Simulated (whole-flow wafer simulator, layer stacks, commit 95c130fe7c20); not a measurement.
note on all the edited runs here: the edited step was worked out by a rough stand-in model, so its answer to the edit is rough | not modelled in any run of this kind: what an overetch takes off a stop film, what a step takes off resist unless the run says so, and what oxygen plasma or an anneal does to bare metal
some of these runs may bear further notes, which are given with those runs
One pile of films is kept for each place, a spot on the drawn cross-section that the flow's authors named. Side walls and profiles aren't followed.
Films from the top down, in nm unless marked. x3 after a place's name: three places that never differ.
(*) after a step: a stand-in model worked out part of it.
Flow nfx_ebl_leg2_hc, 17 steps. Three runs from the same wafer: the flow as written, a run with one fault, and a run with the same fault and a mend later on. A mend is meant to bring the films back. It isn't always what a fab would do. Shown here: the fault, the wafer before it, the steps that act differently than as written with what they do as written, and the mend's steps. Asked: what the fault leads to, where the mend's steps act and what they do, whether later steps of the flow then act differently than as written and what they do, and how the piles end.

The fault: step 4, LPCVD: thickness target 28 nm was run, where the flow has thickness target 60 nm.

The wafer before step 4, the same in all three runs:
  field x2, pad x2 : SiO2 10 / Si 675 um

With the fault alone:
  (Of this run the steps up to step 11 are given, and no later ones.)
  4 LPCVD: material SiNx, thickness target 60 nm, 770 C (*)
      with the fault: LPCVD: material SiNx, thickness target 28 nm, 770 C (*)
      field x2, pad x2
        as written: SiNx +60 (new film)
        with the fault: SiNx +28 (new film)
  No later step of the flow up to step 11 acts differently than as written at any place that is followed.
  After step 11 the piles differ from the flow's by more than 2% or 0.5 nm, whichever is larger, at field x2, pad x2.
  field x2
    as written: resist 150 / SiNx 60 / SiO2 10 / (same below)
    with the fault: resist 150 / SiNx 28 / SiO2 10 / (same below)
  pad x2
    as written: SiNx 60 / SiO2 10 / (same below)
    with the fault: SiNx 28 / SiO2 10 / (same below)

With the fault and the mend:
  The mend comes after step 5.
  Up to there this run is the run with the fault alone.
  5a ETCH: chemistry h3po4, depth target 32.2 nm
      field x2, pad x2
        SiNx -28 (all of it)
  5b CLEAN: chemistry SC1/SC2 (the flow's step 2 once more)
      changes no film at any place that is followed
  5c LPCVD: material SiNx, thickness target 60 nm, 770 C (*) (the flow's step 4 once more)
      field x2, pad x2
        SiNx +60 (new film)
  No later step of the flow acts differently than as written at any place that is followed.
  At the end the piles are the same as the flow's at every place that both follow.
